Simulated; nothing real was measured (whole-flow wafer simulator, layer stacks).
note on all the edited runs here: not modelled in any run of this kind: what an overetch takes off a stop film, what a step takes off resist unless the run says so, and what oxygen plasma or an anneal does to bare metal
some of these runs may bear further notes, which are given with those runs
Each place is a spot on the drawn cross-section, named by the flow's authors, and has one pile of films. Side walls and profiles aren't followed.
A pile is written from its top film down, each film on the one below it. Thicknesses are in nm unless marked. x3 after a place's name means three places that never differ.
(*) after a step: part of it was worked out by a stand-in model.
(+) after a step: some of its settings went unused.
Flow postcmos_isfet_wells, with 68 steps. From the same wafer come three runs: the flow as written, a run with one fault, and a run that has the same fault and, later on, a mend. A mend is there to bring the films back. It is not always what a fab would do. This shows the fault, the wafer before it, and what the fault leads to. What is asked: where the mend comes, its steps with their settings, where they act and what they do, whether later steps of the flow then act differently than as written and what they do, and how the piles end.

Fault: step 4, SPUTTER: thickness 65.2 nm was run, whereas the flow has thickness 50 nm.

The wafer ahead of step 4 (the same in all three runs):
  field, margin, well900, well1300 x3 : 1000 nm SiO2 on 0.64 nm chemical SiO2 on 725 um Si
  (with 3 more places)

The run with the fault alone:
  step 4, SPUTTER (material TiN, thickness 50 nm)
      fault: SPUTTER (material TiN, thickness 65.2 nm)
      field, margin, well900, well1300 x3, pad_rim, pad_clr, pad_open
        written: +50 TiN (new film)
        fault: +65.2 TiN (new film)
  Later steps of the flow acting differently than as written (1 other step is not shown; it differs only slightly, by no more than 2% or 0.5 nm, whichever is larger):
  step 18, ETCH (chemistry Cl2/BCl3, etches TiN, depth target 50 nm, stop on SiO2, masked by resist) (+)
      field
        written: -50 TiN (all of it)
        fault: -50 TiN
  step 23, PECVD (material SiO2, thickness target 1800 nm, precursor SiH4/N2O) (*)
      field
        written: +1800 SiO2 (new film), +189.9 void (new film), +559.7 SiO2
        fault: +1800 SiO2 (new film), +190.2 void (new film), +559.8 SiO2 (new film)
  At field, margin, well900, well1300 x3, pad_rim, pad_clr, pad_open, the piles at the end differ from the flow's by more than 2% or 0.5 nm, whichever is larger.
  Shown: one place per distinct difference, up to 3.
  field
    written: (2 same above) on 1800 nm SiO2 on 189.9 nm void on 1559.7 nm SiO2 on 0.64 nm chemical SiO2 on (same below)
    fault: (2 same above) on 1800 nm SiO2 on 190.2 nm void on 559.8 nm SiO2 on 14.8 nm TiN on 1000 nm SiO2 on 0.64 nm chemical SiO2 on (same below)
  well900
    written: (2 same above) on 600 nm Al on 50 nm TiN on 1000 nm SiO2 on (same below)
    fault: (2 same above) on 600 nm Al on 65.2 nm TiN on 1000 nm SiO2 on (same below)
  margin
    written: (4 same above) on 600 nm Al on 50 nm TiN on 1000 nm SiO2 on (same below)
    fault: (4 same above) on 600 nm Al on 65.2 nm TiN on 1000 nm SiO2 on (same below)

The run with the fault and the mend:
  The mend follows step 4.
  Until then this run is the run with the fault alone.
  step 4a, ETCH (chemistry peroxide tin strip, depth target 15.2 nm)
      field, margin, well900, well1300 x3, pad_rim, pad_clr, pad_open
        -15.2 TiN
  Later steps of the flow that are run all act as written at every place that is followed.
  By the end, the piles equal the flow's at every place that both follow.
